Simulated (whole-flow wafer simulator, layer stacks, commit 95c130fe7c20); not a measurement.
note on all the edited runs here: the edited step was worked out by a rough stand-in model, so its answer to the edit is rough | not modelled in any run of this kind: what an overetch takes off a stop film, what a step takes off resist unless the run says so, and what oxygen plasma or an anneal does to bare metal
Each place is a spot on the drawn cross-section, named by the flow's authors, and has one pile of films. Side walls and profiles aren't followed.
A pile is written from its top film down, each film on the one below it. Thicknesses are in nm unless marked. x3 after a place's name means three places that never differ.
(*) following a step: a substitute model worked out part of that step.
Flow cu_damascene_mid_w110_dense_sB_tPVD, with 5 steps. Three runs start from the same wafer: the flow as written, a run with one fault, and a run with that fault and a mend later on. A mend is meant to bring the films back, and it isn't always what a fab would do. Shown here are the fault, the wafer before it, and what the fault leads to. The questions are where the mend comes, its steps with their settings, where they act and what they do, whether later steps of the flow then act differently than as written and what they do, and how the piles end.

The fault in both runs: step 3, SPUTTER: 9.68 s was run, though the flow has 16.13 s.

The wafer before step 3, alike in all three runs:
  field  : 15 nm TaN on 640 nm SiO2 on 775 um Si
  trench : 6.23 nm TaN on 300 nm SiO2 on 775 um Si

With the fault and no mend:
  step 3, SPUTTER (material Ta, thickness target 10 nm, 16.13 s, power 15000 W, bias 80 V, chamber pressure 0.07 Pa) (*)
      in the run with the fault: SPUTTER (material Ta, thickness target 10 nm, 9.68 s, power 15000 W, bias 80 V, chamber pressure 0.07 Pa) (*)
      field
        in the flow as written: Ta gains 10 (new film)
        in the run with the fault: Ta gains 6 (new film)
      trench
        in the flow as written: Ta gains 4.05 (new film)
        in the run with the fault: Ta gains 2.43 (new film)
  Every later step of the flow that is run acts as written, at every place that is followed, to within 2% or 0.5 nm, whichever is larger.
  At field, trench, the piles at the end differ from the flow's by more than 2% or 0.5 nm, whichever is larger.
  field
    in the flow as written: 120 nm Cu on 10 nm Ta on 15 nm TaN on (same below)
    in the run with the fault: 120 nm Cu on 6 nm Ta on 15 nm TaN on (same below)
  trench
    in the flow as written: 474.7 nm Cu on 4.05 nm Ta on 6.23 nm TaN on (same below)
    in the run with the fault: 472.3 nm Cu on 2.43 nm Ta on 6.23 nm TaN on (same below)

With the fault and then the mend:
  The mend stands after step 3.
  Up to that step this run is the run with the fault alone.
  step 3a, SPUTTER (material Ta, thickness target 10 nm, 6.45 s, power 15000 W, bias 80 V, chamber pressure 0.07 Pa) (*) (the flow's step 3, run once more with other settings)
      field
        Ta gains 4
      trench
        Ta gains 1.58
  Every later step of the flow that is run acts as written, at every place that is followed, to within 2% or 0.5 nm, whichever is larger.
  The piles end only slightly different from the flow's at the places that both follow, by no more than 2% or 0.5 nm, whichever is larger.
